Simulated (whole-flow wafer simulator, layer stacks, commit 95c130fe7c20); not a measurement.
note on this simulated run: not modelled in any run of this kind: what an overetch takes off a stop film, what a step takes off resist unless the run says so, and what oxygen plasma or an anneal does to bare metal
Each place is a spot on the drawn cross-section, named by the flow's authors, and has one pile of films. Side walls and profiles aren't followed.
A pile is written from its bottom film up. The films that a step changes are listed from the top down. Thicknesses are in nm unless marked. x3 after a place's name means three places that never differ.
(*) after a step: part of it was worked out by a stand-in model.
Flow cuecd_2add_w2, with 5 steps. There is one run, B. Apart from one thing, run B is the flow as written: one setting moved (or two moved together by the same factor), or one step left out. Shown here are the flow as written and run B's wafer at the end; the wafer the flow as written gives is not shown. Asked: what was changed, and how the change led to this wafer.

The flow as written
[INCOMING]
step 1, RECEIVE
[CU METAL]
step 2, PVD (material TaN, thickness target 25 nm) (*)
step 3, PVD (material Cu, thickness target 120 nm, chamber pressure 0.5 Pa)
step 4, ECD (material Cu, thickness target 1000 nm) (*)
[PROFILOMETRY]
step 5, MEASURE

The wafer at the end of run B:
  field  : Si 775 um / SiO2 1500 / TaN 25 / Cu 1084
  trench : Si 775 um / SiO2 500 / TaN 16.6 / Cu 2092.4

Cause: step 3, PVD: thickness target 84 nm was run, though the flow has thickness target 120 nm.

Step by step, how the change led to this:
  step 3, PVD (material Cu, thickness target 120 nm, chamber pressure 0.5 Pa)
      field: +84 Cu (new film) (as written it would have been: +120 Cu (new film))
      trench: +56.7 Cu (new film) (as written it would have been: +80.8 Cu (new film))
